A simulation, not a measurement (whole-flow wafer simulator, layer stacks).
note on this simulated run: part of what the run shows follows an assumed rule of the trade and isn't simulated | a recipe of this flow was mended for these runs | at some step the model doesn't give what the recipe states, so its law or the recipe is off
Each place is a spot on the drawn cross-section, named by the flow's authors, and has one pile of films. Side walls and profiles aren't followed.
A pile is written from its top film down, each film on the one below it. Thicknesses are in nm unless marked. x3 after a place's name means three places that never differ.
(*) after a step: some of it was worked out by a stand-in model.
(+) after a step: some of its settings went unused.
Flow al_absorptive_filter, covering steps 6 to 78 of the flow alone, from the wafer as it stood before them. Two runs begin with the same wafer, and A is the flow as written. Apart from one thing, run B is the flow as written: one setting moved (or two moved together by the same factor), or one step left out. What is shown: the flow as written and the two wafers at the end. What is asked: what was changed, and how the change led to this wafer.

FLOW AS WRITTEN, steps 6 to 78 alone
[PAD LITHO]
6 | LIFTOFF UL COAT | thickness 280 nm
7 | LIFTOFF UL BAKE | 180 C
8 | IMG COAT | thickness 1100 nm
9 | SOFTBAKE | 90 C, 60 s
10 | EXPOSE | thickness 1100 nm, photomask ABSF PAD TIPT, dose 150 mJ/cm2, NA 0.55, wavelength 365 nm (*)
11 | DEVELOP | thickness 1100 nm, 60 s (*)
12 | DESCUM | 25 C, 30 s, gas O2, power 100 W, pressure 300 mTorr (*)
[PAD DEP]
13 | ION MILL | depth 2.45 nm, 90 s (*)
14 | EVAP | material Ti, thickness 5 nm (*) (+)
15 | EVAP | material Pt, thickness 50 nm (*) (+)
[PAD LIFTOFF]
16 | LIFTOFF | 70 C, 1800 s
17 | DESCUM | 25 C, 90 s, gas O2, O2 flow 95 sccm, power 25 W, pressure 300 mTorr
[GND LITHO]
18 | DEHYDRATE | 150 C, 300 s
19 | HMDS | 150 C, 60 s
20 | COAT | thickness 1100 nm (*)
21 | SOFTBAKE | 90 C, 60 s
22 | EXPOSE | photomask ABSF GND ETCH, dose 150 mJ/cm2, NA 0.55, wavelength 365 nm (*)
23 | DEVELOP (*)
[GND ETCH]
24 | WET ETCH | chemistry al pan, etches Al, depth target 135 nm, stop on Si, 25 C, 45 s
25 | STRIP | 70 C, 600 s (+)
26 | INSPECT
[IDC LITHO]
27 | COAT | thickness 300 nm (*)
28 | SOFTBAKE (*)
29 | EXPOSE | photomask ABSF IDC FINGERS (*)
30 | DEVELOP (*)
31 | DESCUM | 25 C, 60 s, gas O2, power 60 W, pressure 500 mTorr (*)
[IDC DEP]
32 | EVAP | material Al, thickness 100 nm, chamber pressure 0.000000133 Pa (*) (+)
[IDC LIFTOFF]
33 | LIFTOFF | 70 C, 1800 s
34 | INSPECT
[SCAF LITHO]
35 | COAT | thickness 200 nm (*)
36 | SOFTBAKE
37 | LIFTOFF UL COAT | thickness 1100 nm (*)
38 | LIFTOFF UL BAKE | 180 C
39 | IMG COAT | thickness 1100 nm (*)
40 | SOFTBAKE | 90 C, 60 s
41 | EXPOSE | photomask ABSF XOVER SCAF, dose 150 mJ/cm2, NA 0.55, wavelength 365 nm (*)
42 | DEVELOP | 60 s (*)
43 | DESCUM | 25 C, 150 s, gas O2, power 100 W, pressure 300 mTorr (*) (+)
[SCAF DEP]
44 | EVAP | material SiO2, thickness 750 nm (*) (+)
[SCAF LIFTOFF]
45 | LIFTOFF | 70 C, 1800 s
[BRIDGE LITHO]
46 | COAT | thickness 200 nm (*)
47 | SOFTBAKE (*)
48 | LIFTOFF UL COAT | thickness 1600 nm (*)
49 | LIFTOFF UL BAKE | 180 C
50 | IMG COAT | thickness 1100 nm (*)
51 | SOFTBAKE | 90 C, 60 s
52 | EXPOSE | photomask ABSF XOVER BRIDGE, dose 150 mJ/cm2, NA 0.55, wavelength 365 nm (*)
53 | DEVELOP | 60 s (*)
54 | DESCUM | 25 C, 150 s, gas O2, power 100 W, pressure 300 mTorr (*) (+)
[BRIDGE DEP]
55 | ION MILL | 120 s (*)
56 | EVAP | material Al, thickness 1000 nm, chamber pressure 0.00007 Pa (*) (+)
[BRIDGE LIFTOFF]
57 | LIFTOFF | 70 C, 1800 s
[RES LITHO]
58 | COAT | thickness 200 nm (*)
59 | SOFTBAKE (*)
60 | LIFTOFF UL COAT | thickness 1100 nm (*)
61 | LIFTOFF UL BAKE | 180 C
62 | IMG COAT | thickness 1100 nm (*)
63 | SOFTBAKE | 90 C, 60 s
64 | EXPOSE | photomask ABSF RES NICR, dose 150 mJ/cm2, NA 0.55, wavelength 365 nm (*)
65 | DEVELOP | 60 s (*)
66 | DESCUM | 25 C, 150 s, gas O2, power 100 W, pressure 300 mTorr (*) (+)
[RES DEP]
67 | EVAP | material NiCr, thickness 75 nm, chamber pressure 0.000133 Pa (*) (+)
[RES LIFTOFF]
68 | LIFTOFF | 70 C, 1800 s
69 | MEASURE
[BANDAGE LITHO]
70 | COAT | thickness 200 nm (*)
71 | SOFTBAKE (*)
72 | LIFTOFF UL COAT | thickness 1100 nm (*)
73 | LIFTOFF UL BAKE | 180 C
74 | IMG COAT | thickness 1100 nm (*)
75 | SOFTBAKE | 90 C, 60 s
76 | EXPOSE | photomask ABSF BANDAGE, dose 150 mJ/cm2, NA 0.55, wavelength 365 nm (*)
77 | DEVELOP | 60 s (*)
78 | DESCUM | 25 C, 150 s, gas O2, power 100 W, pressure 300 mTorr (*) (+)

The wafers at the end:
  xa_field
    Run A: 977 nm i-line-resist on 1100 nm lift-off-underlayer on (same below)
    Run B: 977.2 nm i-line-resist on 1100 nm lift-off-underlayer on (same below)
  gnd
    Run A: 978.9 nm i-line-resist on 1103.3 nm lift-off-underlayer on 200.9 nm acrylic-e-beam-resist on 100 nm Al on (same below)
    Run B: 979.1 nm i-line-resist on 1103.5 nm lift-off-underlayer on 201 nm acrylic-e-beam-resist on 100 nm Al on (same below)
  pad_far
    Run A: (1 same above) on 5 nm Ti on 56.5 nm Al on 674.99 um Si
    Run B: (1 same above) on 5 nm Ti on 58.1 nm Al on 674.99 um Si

Cause: step 11, DEVELOP: 55.2 s was run, though the flow has 60 s.

How this came from the change, step by step:
  11 | DEVELOP | thickness 1100 nm, 60 s (*)
      pad_far, pad_near: A i-line-resist loses 1100 (all of it), lift-off-underlayer loses 280 (all of it), Al loses 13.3 | B i-line-resist loses 1100 (all of it), lift-off-underlayer loses 280 (all of it), Al loses 11.7
